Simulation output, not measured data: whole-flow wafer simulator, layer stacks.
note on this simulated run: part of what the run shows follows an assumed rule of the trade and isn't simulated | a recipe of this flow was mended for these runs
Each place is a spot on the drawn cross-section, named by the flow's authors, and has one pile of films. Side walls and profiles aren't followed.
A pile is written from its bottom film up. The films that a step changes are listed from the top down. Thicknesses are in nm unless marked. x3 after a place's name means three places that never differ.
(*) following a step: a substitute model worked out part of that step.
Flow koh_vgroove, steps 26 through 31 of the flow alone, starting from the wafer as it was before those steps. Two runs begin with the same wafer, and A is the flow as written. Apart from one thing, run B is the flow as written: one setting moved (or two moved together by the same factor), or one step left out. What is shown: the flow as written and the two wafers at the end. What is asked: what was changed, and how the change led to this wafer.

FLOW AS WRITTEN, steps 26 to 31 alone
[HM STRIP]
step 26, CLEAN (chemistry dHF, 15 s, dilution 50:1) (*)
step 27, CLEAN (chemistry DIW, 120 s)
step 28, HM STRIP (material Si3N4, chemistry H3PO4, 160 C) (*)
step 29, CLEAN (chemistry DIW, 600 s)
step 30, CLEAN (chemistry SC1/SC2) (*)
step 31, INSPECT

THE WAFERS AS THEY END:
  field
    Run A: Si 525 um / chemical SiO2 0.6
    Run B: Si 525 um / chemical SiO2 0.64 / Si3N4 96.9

What caused this: step 28, HM STRIP: 128 C was run, while the flow as written has 160 C.

The path from the change to this, step by step:
  step 28, HM STRIP (material Si3N4, chemistry H3PO4, 160 C) (*)
      field: A Si3N4 loses 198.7 (all of it), chemical SiO2 loses 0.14, Si loses 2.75 | B Si3N4 loses 101.8
